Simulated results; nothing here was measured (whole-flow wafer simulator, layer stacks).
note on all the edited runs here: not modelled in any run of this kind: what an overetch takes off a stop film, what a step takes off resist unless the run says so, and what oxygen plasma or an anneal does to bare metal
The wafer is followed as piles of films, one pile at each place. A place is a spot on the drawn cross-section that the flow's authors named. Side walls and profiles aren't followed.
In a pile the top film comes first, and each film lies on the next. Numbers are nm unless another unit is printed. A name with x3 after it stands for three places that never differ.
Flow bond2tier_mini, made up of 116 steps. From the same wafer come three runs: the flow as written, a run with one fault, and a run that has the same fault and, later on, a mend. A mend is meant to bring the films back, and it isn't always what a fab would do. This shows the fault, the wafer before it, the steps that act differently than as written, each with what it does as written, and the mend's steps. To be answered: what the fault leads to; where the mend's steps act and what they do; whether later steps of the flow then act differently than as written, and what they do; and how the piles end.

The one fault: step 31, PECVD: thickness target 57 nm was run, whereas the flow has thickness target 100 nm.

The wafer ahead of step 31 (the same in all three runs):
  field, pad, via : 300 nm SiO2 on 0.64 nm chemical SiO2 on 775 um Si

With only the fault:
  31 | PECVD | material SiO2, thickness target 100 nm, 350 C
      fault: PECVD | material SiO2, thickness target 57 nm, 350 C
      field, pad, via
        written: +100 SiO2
        fault: +57 SiO2
  None of the later steps of the flow acts differently than as written at any place that is followed.
  The piles end different from the flow's at field, pad by more than 2% or 0.5 nm, whichever is larger.
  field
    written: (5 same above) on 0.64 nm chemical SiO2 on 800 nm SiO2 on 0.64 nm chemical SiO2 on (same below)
    fault: (5 same above) on 0.64 nm chemical SiO2 on 757 nm SiO2 on 0.64 nm chemical SiO2 on (same below)
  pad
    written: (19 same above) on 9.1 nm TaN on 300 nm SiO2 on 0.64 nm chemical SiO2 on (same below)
    fault: (19 same above) on 9.1 nm TaN on 257 nm SiO2 on 0.64 nm chemical SiO2 on (same below)

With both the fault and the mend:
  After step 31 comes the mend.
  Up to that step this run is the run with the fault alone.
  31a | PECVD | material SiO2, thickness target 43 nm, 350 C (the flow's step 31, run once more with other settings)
      field, pad, via
        +43 SiO2
  None of the later steps of the flow acts differently than as written at any place that is followed.
  By the end, the piles equal the flow's at every place that both follow.
